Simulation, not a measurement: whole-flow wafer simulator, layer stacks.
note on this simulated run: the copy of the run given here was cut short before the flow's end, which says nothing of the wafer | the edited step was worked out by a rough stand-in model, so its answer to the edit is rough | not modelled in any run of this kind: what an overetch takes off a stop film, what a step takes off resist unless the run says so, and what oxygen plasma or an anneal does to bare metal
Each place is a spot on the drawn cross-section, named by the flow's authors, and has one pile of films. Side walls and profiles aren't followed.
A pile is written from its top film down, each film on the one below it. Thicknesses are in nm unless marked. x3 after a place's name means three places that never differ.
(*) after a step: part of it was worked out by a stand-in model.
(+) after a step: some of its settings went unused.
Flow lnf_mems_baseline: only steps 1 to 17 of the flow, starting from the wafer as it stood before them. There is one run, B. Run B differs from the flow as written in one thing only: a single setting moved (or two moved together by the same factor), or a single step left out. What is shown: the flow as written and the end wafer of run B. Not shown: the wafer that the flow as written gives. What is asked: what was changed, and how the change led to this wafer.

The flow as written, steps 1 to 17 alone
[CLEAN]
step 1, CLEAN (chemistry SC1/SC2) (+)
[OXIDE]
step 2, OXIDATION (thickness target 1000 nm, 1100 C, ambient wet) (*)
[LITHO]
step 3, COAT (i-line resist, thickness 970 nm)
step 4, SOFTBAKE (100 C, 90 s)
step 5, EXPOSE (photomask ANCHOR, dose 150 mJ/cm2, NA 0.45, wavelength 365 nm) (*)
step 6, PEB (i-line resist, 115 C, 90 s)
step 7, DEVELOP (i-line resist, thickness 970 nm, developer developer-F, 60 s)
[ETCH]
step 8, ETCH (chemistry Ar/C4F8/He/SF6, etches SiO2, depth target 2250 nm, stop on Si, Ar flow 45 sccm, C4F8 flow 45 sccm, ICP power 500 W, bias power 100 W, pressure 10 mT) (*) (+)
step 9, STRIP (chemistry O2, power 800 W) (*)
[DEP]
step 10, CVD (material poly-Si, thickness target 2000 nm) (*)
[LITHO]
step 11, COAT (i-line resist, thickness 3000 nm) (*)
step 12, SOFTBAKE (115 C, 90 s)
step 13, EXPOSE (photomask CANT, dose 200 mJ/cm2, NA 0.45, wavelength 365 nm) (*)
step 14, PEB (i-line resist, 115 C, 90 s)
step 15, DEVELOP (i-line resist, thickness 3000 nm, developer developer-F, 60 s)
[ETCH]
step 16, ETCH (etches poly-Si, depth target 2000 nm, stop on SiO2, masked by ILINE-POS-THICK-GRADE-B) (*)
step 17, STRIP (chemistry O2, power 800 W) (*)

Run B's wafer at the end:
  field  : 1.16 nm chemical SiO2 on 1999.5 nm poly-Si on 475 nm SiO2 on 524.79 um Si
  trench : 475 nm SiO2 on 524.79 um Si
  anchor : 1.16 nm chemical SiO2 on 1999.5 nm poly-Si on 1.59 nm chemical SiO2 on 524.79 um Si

Cause: step 2, OXIDATION: thickness target 475 nm was run, though the flow has thickness target 1000 nm.
The wafer itself shows it: field has SiO2 475, and step 2 as written asks for 1000 nm.

Step by step, how the change led to this:
  step 2, OXIDATION (thickness target 1000 nm, 1100 C, ambient wet) (*)
      field, anchor, beam, trench, char_slit: +475 SiO2 (new film), -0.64 chemical SiO2 (all of it), -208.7 Si (it would be, as written: +1000 SiO2 (new film), -0.64 chemical SiO2 (all of it), -439.7 Si)
  step 8, ETCH (chemistry Ar/C4F8/He/SF6, etches SiO2, depth target 2250 nm, stop on Si, Ar flow 45 sccm, C4F8 flow 45 sccm, ICP power 500 W, bias power 100 W, pressure 10 mT) (*) (+)
      field, beam, trench, char_slit: -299 i-line resist (it would be, as written: -561.5 i-line resist)
      anchor: -475 SiO2 (all of it) (it would be, as written: -1000 SiO2 (all of it))
  step 9, STRIP (chemistry O2, power 800 W) (*)
      field, beam, trench, char_slit: -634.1 i-line resist (all of it) (it would be, as written: -371.6 i-line resist (all of it))
  step 10, CVD (material poly-Si, thickness target 2000 nm) (*)
      anchor: +2000 poly-Si (new film) (it would be, as written: +2322 poly-Si (new film))
  step 11, COAT (i-line resist, thickness 3000 nm) (*)
      anchor: +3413 i-line resist (new film) (it would be, as written: +3611.6 i-line resist (new film))
  step 12, SOFTBAKE (115 C, 90 s)
      anchor: +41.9 i-line resist (it would be, as written: +45.4 i-line resist)
  step 14, PEB (i-line resist, 115 C, 90 s)
      anchor: -42.5 i-line resist (it would be, as written: -46.1 i-line resist)
  step 17, STRIP (chemistry O2, power 800 W) (*)
      anchor: +1.16 chemical SiO2 (new film), -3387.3 i-line resist (all of it), -0.51 poly-Si (it would be, as written: +1.17 chemical SiO2 (new film), -3585.8 i-line resist (all of it), -0.52 poly-Si)
